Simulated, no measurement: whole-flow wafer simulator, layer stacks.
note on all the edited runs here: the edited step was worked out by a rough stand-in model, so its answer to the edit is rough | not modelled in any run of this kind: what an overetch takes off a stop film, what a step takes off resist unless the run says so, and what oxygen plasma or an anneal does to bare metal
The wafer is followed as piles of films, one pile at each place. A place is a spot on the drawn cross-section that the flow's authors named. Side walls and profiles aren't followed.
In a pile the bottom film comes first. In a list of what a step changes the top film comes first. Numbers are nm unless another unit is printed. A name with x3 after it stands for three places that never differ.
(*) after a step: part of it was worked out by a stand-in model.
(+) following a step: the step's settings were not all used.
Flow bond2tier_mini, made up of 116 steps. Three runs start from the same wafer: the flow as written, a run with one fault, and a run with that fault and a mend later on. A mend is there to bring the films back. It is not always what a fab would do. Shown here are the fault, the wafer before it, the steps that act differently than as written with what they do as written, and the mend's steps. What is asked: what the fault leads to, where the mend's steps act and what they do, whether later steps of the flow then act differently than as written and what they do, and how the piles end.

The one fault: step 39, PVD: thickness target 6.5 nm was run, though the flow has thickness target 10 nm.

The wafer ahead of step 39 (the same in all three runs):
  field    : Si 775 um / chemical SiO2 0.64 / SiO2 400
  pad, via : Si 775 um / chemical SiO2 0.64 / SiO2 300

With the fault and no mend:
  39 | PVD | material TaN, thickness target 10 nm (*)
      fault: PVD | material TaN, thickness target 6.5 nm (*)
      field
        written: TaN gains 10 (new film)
        fault: TaN gains 6.5 (new film)
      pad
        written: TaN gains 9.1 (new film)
        fault: TaN gains 5.92 (new film)
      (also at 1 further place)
  Later steps of the flow acting differently than as written (not shown: 1 more step that differs only slightly, by at most 2% or 0.5 nm, whichever is larger):
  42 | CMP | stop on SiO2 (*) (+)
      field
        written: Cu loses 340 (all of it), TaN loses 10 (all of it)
        fault: Cu loses 340 (all of it), TaN loses 6.5 (all of it)
  The piles end different from the flow's at pad by more than 2% or 0.5 nm, whichever is larger.
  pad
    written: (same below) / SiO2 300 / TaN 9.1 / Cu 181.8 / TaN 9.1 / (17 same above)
    fault: (same below) / SiO2 300 / TaN 5.92 / Cu 185 / TaN 9.1 / (17 same above)

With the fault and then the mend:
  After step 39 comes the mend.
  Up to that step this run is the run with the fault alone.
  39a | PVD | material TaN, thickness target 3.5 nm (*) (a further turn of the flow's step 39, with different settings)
      field
        TaN gains 3.5
      pad
        TaN gains 3.18
      via
        TaN gains 3.49
  None of the later steps of the flow acts differently than as written at any place that is followed.
  By the end, the piles equal the flow's at every place that both follow.
